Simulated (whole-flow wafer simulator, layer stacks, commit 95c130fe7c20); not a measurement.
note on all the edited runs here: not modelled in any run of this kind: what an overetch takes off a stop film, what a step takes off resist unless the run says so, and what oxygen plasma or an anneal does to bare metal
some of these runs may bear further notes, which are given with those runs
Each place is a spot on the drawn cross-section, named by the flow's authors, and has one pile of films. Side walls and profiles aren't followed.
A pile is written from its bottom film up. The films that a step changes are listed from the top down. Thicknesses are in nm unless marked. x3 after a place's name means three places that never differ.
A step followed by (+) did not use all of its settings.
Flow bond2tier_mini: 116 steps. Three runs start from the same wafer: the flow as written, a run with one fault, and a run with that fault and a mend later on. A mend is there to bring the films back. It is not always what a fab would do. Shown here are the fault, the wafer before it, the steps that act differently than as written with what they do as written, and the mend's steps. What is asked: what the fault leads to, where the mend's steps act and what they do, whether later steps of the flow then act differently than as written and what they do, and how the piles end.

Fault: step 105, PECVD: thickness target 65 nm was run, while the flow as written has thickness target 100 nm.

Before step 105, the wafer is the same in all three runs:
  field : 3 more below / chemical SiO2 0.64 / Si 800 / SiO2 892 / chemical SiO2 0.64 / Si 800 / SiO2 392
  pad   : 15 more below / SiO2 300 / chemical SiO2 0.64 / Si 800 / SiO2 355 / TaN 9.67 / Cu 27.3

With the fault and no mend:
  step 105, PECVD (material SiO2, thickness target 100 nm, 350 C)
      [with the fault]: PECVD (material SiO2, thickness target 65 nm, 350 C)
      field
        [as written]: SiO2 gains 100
        [with the fault]: SiO2 gains 65
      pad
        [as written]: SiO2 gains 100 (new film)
        [with the fault]: SiO2 gains 65 (new film)
  Steps later in the flow that act otherwise than as written (2 more steps, not shown, differ only slightly: by at most 2% or 0.5 nm, whichever is larger):
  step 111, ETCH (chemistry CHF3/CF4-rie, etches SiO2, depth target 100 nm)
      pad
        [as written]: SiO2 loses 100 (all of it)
        [with the fault]: SiO2 loses 65 (all of it), Cu loses 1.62
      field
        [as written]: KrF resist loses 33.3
        [with the fault]: KrF resist loses 32.5
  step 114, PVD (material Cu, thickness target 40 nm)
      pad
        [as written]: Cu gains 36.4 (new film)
        [with the fault]: Cu gains 37.6 (new film)
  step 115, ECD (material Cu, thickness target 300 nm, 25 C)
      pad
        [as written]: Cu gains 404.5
        [with the fault]: Cu gains 369.6
  By the end, the piles at field, pad depart from the flow's by more than 2% or 0.5 nm, whichever is larger.
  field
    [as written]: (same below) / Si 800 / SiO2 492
    [with the fault]: (same below) / Si 800 / SiO2 457
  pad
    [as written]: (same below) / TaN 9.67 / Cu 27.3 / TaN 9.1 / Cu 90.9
    [with the fault]: (same below) / TaN 9.67 / Cu 25.7 / TaN 9.44 / Cu 57.2

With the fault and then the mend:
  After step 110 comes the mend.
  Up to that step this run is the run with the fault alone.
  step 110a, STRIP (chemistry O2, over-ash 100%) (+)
      field
        KrF resist loses 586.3 (all of it)
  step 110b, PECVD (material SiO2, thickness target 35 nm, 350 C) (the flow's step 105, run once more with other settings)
      field, pad
        SiO2 gains 35
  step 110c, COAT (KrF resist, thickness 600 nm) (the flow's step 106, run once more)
      field, pad
        KrF resist gains 600 (new film)
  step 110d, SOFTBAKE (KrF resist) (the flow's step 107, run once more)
      alters no film at any place that is followed
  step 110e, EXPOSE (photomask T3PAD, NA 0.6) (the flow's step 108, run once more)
      alters no film at any place that is followed
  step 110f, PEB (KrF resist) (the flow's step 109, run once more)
      alters no film at any place that is followed
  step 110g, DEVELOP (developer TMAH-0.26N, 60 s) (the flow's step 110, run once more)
      field
        KrF resist loses 13.7
      pad
        KrF resist loses 600 (all of it)
  Every later step of the flow that is run acts as written at every place that is followed.
  At every place that both follow, the piles at the end match the flow's.
